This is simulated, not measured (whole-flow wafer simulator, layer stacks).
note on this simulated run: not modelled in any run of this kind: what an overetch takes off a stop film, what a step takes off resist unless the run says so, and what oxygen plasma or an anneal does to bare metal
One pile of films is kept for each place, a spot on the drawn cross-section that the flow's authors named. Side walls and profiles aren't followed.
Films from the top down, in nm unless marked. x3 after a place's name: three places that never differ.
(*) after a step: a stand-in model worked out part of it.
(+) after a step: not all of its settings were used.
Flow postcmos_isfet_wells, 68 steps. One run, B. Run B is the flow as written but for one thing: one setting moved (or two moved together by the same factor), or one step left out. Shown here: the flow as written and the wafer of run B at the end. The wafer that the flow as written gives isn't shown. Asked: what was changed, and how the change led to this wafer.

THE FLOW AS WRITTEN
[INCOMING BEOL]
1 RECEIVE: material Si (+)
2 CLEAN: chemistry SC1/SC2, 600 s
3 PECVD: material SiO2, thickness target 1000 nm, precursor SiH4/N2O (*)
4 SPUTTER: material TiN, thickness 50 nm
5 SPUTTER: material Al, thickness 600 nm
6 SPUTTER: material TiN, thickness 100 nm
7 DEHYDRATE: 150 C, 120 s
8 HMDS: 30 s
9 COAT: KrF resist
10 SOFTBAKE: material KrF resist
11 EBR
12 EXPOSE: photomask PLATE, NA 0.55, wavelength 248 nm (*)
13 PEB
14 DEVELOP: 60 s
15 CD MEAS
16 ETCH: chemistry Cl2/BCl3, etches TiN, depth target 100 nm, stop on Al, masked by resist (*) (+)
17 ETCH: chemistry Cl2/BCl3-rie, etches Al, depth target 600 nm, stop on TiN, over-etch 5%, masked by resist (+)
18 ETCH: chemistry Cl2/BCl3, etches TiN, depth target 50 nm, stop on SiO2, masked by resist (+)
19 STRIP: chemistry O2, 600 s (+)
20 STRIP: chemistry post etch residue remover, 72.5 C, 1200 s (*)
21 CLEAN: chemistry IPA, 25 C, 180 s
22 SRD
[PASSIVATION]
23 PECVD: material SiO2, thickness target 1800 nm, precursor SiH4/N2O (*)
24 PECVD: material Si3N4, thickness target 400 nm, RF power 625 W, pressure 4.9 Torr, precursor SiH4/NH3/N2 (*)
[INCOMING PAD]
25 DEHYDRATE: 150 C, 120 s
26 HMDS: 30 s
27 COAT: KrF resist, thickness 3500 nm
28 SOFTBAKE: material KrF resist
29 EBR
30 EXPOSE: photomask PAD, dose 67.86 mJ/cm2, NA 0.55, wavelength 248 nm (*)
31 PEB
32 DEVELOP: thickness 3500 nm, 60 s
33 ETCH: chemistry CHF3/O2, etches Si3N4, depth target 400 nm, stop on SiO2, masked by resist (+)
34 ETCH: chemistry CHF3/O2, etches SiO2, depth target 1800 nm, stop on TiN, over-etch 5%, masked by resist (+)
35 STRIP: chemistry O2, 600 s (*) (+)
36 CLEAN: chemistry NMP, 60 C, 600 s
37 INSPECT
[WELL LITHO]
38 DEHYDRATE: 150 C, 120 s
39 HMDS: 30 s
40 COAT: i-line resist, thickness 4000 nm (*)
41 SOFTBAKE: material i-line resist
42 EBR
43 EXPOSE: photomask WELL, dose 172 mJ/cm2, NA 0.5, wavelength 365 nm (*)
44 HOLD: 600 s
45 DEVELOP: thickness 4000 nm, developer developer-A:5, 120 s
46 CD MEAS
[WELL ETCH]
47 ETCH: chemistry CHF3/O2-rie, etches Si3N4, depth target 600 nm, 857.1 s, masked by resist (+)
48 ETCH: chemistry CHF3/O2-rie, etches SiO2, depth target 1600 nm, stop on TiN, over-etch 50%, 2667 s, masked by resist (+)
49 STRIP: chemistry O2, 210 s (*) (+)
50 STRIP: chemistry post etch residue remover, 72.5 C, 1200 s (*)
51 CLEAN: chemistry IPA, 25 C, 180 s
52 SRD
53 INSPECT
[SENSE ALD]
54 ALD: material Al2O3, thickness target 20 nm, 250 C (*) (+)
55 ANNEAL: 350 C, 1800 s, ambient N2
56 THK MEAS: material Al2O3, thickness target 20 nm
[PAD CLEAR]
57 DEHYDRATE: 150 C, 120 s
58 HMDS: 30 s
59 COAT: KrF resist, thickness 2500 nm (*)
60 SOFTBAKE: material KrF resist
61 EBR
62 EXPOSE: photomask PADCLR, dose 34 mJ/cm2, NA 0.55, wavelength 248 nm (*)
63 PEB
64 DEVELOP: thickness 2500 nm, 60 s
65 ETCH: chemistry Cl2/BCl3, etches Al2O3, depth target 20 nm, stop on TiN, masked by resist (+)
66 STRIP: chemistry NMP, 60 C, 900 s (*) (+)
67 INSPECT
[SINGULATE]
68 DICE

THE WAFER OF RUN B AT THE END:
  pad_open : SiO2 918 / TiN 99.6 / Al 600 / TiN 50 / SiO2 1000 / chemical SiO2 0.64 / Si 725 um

The cause: step 34, ETCH: depth target 882 nm was run, where the flow has depth target 1800 nm.

How the change led to this, step by step:
  34 ETCH: chemistry CHF3/O2, etches SiO2, depth target 1800 nm, stop on TiN, over-etch 5%, masked by resist (+)
      pad_open: SiO2 -882 (as written it would be: SiO2 -1800 (all of it))
      field, margin, well900, well1300 x3, pad_rim, pad_clr: KrF resist -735 (as written it would be: KrF resist -1500)
  35 STRIP: chemistry O2, 600 s (*) (+)
      field, margin, well900, well1300 x3, pad_rim, pad_clr: KrF resist -2378.3 (all of it) (as written it would be: KrF resist -1613.3 (all of it))
  40 COAT: i-line resist, thickness 4000 nm (*)
      pad_clr: i-line resist +3551.4 (new film) (as written it would be: i-line resist +3256.8 (new film))
      pad_open: i-line resist +4473.1 (new film) (as written it would be: i-line resist +4804.7 (new film))
  41 SOFTBAKE: material i-line resist
      pad_clr: i-line resist -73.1 (as written it would be: i-line resist -156.7)
      pad_open: i-line resist +71.2 (as written it would be: i-line resist +115.3)
  49 STRIP: chemistry O2, 210 s (*) (+)
      pad_clr: i-line resist -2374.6 (all of it) (as written it would be: i-line resist -1996.5 (all of it))
      pad_open: i-line resist -3440.7 (all of it) (as written it would be: i-line resist -3816.3 (all of it))
  59 COAT: KrF resist, thickness 2500 nm (*)
      pad_rim: KrF resist +2189.4 (new film) (as written it would be: KrF resist +1976.4 (new film))
      pad_clr: KrF resist +2009.8 (new film) (as written it would be: KrF resist +1691.6 (new film))
      (and at 1 more place)
  60 SOFTBAKE: material KrF resist
      pad_clr: KrF resist -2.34 (as written it would be: KrF resist -3.77)
  63 PEB
      pad_rim: KrF resist -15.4 (as written it would be: KrF resist -13.9)
      pad_clr: KrF resist -14.1 (as written it would be: KrF resist -11.8)
      (and at 1 more place)
  64 DEVELOP: thickness 2500 nm, 60 s
      pad_clr: KrF resist -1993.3 (all of it) (as written it would be: KrF resist -1676 (all of it))
      pad_open: KrF resist -2812.2 (all of it) (as written it would be: KrF resist -3045.1 (all of it))
  66 STRIP: chemistry NMP, 60 C, 900 s (*) (+)
      pad_rim: KrF resist -2134.8 (all of it) (as written it would be: KrF resist -1923.7 (all of it))
